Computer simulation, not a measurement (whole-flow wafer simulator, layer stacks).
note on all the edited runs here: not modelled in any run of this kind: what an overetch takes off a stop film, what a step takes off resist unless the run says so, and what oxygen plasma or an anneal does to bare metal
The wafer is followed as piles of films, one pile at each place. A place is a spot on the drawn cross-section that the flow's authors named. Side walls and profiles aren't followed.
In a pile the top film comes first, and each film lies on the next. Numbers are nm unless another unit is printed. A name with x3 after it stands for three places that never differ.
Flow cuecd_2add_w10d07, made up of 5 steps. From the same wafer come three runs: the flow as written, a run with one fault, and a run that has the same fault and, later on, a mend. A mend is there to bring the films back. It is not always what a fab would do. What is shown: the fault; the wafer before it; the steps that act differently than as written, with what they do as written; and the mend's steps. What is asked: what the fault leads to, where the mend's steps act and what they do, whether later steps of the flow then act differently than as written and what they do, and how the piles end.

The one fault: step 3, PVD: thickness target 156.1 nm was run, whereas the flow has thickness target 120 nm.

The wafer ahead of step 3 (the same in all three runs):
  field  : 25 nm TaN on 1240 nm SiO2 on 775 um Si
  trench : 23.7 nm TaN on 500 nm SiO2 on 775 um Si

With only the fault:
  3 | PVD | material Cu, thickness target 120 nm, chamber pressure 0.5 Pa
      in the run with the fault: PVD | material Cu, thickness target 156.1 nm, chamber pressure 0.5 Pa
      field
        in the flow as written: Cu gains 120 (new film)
        in the run with the fault: Cu gains 156.1 (new film)
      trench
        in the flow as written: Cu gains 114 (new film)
        in the run with the fault: Cu gains 148.4 (new film)
  None of the later steps of the flow acts differently than as written at any place that is followed.
  By the end, the piles at field, trench depart from the flow's by more than 2% or 0.5 nm, whichever is larger.
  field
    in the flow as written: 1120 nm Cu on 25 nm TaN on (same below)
    in the run with the fault: 1156.1 nm Cu on 25 nm TaN on (same below)
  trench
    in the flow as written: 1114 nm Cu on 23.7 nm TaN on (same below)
    in the run with the fault: 1148.4 nm Cu on 23.7 nm TaN on (same below)

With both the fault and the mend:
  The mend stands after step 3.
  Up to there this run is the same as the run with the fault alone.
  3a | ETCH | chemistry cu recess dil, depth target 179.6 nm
      field
        Cu loses 156.1 (all of it)
      trench
        Cu loses 148.4 (all of it)
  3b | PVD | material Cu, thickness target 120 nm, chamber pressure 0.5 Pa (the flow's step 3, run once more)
      field
        Cu gains 120 (new film)
      trench
        Cu gains 114 (new film)
  None of the later steps of the flow acts differently than as written at any place that is followed.
  By the end, the piles equal the flow's at every place that both follow.
